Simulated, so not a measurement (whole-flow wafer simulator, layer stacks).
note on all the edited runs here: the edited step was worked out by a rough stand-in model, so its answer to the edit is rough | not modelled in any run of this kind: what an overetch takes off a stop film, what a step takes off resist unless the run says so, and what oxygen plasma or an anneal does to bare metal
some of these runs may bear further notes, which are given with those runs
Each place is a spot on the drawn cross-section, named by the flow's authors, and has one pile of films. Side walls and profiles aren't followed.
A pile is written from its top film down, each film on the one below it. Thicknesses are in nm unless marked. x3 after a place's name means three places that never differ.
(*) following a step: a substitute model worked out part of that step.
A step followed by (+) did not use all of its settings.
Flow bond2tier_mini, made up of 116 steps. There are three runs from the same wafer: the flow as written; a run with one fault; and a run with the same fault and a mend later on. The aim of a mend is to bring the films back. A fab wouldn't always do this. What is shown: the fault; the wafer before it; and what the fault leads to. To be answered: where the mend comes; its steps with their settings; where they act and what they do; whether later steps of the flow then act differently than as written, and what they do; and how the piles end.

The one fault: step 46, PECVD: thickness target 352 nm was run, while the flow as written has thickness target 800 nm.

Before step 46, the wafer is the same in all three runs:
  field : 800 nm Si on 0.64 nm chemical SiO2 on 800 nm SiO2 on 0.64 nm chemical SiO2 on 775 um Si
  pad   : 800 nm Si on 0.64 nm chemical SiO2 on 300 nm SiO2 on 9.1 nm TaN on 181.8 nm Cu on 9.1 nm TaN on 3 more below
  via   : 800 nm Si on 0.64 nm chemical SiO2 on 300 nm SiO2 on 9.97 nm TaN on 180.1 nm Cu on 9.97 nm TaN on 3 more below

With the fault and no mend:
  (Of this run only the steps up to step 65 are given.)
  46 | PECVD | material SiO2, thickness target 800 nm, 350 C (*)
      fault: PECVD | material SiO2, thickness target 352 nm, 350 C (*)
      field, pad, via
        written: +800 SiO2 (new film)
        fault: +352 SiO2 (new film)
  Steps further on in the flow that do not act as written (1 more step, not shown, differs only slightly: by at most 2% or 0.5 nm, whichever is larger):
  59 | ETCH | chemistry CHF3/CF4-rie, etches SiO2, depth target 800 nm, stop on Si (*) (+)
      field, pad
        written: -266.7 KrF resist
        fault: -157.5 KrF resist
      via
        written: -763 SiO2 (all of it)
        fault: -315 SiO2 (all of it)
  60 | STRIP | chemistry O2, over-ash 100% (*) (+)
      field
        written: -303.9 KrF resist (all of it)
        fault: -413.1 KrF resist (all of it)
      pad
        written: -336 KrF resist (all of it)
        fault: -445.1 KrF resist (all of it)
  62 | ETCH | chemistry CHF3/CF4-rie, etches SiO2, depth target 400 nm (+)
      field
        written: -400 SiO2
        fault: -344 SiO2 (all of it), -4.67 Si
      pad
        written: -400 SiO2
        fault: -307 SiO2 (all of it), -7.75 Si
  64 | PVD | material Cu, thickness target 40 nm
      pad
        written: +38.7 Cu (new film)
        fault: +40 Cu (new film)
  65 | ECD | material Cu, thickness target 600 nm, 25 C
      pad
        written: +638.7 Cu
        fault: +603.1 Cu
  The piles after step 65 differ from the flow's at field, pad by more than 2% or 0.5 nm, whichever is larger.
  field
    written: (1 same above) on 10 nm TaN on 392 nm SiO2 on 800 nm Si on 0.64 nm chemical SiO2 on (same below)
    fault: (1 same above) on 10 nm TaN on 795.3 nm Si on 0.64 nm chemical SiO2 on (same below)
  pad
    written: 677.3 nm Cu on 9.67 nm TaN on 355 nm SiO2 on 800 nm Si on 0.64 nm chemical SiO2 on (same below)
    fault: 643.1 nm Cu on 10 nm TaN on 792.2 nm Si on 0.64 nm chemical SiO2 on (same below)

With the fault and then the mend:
  The mend stands after step 46.
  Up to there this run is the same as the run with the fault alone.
  46a | PECVD | material SiO2, thickness target 448 nm, 350 C (*) (the flow's step 46, run once more with other settings)
      field, pad, via
        +448 SiO2
  None of the later steps of the flow acts differently than as written at any place that is followed.
  The piles end the same as the flow's at every place that both follow.
